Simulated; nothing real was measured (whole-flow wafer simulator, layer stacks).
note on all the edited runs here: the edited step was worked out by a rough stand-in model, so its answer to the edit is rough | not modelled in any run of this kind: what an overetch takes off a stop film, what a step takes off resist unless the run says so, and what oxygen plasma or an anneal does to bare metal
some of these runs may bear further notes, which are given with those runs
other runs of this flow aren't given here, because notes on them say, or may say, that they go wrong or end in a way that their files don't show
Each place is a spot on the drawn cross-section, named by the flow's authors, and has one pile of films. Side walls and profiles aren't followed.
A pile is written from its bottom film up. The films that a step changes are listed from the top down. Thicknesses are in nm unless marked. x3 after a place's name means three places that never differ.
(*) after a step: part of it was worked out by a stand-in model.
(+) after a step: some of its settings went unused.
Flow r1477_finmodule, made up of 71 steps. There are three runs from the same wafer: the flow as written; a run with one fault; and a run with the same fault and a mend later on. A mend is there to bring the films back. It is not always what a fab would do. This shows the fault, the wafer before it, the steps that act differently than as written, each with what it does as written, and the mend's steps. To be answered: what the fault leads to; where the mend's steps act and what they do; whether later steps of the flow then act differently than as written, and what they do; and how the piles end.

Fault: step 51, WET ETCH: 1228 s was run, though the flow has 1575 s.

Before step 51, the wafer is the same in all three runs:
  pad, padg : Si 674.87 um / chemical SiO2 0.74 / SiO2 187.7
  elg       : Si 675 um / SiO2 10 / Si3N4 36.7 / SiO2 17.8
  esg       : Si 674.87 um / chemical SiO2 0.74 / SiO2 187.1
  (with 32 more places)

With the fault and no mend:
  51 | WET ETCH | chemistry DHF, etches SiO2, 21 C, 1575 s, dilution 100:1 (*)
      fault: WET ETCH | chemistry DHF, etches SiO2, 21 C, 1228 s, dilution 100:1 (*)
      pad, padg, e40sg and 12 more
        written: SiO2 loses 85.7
        fault: SiO2 loses 66.8
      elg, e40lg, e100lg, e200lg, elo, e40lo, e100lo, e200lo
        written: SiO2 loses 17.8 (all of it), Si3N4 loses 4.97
        fault: SiO2 loses 17.8 (all of it), Si3N4 loses 3.56
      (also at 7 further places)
  Later steps of the flow acting differently than as written (not shown: 1 more step that differs only slightly, by at most 2% or 0.5 nm, whichever is larger):
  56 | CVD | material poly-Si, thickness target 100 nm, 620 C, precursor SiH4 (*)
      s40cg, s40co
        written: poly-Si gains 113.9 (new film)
        fault: poly-Si gains 100 (new film)
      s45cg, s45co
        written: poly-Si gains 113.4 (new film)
        fault: poly-Si gains 100 (new film)
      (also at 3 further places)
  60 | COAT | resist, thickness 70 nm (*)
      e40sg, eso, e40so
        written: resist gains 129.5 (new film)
        fault: resist gains 112.9 (new film)
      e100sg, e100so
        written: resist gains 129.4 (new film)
        fault: resist gains 112.9 (new film)
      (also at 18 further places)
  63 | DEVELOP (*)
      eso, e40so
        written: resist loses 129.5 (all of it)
        fault: resist loses 112.9 (all of it)
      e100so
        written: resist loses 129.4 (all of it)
        fault: resist loses 112.9 (all of it)
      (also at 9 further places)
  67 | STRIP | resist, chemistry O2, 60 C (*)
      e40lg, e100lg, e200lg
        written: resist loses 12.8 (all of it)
        fault: resist loses 13.6 (all of it)
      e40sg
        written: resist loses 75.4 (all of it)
        fault: resist loses 58.8 (all of it)
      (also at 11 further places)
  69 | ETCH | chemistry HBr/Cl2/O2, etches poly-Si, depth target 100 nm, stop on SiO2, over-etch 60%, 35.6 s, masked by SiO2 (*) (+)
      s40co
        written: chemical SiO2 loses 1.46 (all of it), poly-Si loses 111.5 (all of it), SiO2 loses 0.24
        fault: chemical SiO2 loses 1.37 (all of it), poly-Si loses 97.6 (all of it), SiO2 loses 0.42
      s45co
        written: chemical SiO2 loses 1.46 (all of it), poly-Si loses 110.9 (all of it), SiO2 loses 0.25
        fault: chemical SiO2 loses 1.37 (all of it), poly-Si loses 97.6 (all of it), SiO2 loses 0.42
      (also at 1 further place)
  By the end, the piles at pad, padg, elg and 27 more depart from the flow's by more than 2% or 0.5 nm, whichever is larger.
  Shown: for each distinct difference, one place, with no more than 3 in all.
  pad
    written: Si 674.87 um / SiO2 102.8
    fault: Si 674.87 um / SiO2 121.7
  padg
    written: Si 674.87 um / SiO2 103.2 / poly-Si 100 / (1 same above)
    fault: Si 674.87 um / SiO2 122.1 / poly-Si 100 / (1 same above)
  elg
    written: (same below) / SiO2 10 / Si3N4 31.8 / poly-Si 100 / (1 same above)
    fault: (same below) / SiO2 10 / Si3N4 33.2 / poly-Si 100 / (1 same above)

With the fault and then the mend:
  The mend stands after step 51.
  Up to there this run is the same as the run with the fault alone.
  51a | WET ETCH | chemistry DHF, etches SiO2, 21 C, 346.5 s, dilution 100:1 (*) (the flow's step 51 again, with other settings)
      pad, padg, e40sg and 12 more
        SiO2 loses 18.9
      elg, e40lg, e100lg, e200lg, elo, e40lo, e100lo, e200lo
        Si3N4 loses 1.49
      esg, s40cg, s45cg, s50cg, s40co, s45co, s50co
        SiO2 loses 17.4
  Later steps of the flow that are run all act as written at every place that is followed, up to a difference of at most 2% or 0.5 nm, whichever is larger.
  At the end the piles are close to the flow's at the places that both follow, differing by at most 2% or 0.5 nm, whichever is larger.
